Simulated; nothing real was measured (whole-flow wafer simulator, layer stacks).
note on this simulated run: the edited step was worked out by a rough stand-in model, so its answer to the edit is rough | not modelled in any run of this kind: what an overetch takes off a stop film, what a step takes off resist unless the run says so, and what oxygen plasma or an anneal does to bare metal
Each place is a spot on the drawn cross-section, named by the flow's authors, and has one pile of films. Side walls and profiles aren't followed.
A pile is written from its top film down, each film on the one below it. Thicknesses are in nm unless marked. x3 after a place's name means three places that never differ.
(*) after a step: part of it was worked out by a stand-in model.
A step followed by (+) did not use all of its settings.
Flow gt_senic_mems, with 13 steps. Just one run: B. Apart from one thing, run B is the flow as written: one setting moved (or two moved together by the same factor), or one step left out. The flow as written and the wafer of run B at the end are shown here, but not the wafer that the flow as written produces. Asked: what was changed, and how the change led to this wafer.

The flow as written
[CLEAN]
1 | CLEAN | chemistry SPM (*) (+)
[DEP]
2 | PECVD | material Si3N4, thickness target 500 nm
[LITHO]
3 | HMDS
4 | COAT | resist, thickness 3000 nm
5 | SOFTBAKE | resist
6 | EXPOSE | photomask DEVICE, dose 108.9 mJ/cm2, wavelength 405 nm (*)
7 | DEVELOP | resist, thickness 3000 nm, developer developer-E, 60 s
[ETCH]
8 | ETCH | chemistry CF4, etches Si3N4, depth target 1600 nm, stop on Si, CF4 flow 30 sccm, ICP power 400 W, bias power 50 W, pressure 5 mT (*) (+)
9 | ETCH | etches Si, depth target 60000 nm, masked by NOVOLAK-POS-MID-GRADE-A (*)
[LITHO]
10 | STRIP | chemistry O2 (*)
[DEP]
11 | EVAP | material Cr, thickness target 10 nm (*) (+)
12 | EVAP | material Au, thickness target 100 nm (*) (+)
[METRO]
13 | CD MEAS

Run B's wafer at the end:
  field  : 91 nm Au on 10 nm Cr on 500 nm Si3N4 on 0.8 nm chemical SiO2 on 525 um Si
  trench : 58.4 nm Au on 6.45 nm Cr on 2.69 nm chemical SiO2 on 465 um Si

What caused this: step 12, EVAP: thickness target 91 nm was run, though the flow has thickness target 100 nm.
One can read it off the wafer: field has Au 91, and step 12 as written asks for 100 nm.

Step by step, how the change led to this:
  12 | EVAP | material Au, thickness target 100 nm (*) (+)
      field: Au gains 91 (new film) (in the flow as written it would be: Au gains 100 (new film))
      trench: Au gains 58.4 (new film) (in the flow as written it would be: Au gains 64.1 (new film))
